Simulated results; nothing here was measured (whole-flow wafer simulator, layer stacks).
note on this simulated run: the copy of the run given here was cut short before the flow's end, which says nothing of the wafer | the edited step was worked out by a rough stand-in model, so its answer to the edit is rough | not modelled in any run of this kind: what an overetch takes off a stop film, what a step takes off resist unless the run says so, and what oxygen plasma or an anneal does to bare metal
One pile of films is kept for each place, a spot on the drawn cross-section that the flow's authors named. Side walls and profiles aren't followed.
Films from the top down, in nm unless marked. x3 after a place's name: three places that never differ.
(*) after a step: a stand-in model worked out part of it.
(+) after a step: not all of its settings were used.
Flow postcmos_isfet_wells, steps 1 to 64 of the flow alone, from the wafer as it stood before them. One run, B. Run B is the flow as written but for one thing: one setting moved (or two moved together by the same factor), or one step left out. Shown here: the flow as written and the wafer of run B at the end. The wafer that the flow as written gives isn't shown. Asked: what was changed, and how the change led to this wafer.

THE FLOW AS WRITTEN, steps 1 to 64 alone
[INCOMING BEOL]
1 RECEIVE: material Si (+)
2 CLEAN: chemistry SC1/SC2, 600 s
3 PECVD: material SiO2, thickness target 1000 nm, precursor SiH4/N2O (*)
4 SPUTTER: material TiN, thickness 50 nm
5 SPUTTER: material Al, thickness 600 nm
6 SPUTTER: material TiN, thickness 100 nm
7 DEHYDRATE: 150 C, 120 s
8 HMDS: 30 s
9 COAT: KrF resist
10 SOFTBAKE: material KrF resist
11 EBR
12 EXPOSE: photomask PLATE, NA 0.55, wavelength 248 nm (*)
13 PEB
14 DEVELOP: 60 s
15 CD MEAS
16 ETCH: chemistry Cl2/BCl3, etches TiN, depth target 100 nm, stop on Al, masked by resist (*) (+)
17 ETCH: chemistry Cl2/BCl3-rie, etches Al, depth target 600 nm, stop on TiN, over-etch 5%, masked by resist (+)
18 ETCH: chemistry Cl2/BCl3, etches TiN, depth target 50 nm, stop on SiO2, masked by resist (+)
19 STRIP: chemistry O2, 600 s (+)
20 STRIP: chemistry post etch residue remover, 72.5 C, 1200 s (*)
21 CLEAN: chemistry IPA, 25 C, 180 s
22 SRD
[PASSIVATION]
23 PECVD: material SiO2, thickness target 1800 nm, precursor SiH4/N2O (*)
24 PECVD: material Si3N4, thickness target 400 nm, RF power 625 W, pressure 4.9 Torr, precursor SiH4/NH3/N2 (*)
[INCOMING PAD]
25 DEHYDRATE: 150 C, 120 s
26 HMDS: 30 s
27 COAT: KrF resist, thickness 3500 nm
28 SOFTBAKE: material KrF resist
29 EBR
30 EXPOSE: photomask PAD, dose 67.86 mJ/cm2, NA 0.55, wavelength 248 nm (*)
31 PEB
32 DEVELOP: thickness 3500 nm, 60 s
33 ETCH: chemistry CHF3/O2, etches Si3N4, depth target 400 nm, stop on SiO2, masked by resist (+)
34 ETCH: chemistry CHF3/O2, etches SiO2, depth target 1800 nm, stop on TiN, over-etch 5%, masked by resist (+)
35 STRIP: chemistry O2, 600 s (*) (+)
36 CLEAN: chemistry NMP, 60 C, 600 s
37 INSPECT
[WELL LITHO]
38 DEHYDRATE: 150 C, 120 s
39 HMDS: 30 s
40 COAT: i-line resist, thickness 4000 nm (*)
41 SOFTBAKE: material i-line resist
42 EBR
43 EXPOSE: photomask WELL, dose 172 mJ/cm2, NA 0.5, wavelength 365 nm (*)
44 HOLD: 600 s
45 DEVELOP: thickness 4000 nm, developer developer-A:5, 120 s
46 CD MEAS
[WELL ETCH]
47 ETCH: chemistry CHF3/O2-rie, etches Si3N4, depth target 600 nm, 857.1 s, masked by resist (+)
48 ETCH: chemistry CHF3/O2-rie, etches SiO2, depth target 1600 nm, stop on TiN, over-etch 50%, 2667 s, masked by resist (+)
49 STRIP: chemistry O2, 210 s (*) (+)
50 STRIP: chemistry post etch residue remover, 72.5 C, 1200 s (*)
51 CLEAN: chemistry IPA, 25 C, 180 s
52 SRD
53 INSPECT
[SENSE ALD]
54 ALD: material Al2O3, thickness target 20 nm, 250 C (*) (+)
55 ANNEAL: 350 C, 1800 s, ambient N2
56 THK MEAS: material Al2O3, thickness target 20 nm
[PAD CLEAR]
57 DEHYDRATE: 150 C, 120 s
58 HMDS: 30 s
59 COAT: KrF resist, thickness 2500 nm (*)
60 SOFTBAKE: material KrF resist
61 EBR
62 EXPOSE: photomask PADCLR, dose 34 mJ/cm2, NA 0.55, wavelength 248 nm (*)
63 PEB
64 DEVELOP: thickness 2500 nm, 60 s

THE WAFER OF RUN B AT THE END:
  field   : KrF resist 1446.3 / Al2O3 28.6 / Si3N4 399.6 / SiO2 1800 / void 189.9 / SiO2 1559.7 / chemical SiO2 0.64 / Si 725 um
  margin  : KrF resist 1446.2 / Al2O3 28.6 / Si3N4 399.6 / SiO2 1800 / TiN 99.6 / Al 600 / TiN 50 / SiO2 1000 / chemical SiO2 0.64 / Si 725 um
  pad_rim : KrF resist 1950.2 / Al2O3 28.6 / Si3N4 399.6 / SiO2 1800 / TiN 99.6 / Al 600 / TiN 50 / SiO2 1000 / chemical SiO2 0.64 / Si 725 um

The cause: step 54, ALD: thickness target 28.6 nm was run, where the flow has thickness target 20 nm.
It can be read off the wafer: field has Al2O3 28.6, and step 54 as written asks for 20 nm.

How the change led to this, step by step:
  54 ALD: material Al2O3, thickness target 20 nm, 250 C (*) (+)
      field, margin, well900, well1300 x3, pad_rim, pad_clr, pad_open: Al2O3 +28.6 (new film) (as written it would be: Al2O3 +20 (new film))
